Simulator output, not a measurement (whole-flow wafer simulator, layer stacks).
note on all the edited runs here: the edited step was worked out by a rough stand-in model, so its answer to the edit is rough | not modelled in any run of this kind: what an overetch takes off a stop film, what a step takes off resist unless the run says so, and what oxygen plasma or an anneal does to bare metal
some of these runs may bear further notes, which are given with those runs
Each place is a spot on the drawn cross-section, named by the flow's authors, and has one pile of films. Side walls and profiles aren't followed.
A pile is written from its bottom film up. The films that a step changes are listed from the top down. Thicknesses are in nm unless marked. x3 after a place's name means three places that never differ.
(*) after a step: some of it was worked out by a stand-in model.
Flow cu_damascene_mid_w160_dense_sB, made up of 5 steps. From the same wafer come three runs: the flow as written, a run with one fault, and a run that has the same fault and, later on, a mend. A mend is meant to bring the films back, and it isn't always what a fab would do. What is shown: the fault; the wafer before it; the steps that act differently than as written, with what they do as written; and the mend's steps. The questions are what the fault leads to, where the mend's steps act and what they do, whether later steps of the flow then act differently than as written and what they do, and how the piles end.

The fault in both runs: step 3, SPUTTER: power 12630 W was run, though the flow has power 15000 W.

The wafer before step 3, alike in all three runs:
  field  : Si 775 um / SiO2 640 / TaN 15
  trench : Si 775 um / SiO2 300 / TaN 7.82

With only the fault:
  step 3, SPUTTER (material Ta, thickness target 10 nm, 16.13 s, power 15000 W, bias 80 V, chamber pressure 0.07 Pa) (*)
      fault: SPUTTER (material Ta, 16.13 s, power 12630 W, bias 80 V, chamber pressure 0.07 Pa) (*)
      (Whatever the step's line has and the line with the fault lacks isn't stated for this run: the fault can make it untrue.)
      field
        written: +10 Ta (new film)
        fault: +8.42 Ta (new film)
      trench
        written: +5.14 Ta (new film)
        fault: +4.23 Ta (new film)
  Later steps of the flow that are run all act as written at every place that is followed, up to a difference of at most 2% or 0.5 nm, whichever is larger.
  The piles end different from the flow's at field, trench by more than 2% or 0.5 nm, whichever is larger.
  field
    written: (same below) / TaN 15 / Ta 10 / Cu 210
    fault: (same below) / TaN 15 / Ta 8.42 / Cu 210
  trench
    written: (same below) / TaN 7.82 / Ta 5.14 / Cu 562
    fault: (same below) / TaN 7.82 / Ta 4.23 / Cu 561.4

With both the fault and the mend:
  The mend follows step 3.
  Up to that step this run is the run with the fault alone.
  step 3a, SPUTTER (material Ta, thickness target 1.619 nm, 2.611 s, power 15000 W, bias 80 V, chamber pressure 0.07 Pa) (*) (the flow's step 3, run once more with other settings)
      field
        +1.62 Ta
      trench
        +0.81 Ta
  Later steps of the flow that are run all act as written at every place that is followed, up to a difference of at most 2% or 0.5 nm, whichever is larger.
  The piles end only slightly different from the flow's at the places that both follow, by no more than 2% or 0.5 nm, whichever is larger.
